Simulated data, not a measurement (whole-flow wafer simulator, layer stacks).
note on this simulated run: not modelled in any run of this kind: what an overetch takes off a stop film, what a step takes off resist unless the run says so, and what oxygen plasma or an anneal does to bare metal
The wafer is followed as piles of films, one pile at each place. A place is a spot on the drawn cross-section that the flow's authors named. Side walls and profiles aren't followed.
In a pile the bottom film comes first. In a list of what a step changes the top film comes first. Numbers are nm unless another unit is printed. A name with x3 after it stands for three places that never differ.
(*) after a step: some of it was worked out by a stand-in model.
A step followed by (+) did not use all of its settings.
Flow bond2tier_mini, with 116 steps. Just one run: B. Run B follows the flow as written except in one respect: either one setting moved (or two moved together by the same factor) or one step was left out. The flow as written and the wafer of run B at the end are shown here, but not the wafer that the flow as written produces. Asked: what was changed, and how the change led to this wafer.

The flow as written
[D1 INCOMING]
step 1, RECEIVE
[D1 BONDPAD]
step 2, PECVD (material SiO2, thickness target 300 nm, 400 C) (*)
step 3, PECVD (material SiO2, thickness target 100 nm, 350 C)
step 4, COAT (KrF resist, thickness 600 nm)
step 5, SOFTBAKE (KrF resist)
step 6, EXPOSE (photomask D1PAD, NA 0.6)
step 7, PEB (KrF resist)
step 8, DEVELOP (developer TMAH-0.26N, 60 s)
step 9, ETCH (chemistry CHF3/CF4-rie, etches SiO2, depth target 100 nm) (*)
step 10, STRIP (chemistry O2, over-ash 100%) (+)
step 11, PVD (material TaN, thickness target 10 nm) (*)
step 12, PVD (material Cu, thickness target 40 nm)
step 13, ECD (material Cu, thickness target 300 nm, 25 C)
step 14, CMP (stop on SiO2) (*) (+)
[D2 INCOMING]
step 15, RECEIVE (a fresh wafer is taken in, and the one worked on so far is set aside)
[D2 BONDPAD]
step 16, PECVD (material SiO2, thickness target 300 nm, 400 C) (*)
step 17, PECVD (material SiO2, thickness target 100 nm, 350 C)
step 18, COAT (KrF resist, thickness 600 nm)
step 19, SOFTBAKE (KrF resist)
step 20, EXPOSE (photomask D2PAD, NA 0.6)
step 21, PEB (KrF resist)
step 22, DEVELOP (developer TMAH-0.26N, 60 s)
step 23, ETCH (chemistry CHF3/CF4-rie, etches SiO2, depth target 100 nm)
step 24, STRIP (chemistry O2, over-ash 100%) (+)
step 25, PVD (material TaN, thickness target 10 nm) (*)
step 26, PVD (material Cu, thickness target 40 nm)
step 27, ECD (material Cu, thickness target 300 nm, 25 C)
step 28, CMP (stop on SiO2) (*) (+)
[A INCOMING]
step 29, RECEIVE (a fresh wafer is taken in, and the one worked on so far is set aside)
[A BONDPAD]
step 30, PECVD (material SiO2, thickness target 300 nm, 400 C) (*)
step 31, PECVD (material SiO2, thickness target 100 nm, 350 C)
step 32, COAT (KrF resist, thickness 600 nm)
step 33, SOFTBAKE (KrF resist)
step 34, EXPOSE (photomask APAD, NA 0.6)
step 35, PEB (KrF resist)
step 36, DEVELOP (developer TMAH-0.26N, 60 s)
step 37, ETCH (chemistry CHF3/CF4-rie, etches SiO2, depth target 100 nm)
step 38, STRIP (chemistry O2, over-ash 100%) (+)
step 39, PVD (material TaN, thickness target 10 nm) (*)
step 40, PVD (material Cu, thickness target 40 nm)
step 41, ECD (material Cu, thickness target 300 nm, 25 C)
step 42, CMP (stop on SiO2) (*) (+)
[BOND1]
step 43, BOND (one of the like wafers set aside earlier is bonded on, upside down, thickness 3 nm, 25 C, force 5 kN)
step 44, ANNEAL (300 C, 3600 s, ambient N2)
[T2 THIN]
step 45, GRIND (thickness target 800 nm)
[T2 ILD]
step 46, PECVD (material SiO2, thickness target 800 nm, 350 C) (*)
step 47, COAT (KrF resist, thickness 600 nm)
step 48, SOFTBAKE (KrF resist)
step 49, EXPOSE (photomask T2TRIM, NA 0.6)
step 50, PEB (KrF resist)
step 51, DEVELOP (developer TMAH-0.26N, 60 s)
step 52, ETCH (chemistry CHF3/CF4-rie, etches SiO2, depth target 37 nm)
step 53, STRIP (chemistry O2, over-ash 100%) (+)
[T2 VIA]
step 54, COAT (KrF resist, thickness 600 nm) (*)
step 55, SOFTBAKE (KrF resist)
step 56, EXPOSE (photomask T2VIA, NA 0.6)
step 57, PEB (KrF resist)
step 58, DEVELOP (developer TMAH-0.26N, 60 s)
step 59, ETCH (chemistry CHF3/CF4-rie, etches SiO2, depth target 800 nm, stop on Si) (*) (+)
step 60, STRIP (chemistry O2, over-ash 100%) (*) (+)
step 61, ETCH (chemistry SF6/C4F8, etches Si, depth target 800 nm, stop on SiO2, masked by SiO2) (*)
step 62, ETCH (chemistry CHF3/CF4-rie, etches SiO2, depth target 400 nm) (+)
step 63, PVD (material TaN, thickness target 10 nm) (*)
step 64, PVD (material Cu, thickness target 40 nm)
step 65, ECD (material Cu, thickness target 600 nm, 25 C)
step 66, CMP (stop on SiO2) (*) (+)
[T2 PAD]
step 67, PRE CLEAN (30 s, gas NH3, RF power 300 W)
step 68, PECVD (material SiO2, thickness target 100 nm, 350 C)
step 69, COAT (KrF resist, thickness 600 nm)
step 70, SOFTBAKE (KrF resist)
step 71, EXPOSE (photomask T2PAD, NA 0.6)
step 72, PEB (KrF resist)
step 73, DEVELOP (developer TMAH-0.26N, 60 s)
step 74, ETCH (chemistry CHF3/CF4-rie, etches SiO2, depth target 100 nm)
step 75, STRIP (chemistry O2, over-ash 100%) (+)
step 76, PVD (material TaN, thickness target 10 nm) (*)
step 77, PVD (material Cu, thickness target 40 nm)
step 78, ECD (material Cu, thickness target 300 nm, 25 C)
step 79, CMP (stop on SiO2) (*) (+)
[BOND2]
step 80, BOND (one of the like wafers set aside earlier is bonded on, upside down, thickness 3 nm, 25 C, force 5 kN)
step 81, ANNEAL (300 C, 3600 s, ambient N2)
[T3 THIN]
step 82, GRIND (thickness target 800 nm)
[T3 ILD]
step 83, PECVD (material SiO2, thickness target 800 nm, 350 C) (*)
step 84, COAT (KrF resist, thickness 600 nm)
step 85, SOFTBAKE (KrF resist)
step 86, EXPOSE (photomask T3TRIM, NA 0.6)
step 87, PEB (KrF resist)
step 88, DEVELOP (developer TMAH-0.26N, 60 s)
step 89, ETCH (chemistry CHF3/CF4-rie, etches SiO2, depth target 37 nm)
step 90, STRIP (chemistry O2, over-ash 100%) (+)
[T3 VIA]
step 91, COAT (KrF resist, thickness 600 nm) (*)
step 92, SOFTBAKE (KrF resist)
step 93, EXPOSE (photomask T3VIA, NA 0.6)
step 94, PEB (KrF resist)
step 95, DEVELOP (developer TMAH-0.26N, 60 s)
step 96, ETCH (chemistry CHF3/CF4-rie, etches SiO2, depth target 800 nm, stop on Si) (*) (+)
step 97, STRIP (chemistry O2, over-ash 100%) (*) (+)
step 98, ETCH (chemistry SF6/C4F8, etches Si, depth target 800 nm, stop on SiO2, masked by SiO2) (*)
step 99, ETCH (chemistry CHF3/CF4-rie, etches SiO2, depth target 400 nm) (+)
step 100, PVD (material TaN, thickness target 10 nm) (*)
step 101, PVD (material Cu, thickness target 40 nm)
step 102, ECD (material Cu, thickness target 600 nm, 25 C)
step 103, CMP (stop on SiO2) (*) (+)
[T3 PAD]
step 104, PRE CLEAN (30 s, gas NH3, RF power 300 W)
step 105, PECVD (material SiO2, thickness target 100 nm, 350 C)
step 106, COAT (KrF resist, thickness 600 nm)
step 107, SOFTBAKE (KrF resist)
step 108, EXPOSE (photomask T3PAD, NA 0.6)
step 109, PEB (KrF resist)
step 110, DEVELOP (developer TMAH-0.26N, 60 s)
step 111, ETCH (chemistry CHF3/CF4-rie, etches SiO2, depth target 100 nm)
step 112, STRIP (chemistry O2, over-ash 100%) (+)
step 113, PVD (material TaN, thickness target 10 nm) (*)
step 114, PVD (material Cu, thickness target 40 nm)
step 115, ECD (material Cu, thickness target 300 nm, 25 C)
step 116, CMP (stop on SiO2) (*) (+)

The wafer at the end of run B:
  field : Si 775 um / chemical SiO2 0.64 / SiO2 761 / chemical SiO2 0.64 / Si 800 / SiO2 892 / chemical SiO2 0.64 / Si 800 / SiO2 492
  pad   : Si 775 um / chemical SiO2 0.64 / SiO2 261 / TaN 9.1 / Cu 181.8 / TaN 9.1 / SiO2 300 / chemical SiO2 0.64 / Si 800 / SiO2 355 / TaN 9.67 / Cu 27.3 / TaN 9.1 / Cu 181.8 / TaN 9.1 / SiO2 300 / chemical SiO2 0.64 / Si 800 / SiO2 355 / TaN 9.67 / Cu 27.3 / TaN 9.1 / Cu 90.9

The reason: step 31, PECVD: thickness target 61 nm was run, whereas the flow has thickness target 100 nm.

How this came from the change, step by step:
  step 31, PECVD (material SiO2, thickness target 100 nm, 350 C)
      field, pad, via: +61 SiO2 (as written it would have been: +100 SiO2)
